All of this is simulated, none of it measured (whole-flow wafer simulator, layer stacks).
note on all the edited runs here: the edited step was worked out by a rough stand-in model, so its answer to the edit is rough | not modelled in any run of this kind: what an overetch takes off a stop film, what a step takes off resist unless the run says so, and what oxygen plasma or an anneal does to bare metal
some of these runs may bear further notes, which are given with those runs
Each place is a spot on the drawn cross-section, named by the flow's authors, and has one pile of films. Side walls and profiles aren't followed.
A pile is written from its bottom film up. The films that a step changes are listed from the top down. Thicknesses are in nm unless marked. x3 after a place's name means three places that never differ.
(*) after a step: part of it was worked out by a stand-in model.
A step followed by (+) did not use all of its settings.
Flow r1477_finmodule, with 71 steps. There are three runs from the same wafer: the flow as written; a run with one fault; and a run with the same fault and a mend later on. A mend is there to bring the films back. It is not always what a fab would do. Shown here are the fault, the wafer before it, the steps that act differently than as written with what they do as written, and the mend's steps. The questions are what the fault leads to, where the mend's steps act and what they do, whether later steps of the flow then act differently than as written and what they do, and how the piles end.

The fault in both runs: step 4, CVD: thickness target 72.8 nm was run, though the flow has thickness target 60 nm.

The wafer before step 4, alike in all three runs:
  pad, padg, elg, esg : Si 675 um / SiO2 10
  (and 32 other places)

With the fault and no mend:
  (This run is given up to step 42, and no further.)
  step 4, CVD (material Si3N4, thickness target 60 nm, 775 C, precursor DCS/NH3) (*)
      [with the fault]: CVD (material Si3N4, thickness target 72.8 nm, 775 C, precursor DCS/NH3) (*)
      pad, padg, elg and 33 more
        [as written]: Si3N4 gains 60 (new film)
        [with the fault]: Si3N4 gains 72.8 (new film)
  Steps later in the flow that act otherwise than as written:
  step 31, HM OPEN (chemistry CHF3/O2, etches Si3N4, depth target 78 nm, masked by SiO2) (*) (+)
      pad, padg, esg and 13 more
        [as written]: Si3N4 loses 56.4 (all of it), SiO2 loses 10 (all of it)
        [with the fault]: Si3N4 loses 69.2 (all of it), SiO2 loses 4.41
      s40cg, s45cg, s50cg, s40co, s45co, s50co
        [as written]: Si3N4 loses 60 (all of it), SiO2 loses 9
        [with the fault]: Si3N4 loses 72.8 (all of it), SiO2 loses 2.6
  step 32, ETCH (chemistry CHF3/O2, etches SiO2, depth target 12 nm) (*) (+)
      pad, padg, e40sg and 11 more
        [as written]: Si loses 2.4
        [with the fault]: SiO2 loses 5.59 (all of it), Si loses 1.28
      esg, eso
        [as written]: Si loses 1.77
        [with the fault]: SiO2 loses 5.59 (all of it), Si loses 1.28
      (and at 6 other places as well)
  The piles after step 42 differ from the flow's at elg, e40lg, e100lg and 11 more by more than 2% or 0.5 nm, whichever is larger.
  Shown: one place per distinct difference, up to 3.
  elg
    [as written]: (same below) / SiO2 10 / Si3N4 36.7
    [with the fault]: (same below) / SiO2 10 / Si3N4 49.5
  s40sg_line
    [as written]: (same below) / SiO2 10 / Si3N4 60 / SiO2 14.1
    [with the fault]: (same below) / SiO2 10 / Si3N4 72.8 / SiO2 14.1

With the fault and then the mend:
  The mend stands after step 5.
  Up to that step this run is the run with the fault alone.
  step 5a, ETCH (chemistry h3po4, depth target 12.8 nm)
      pad, padg, elg and 33 more
        Si3N4 loses 12.8
  Later steps of the flow that are run all act as written at every place that is followed.
  By the end, the piles equal the flow's at every place that both follow.
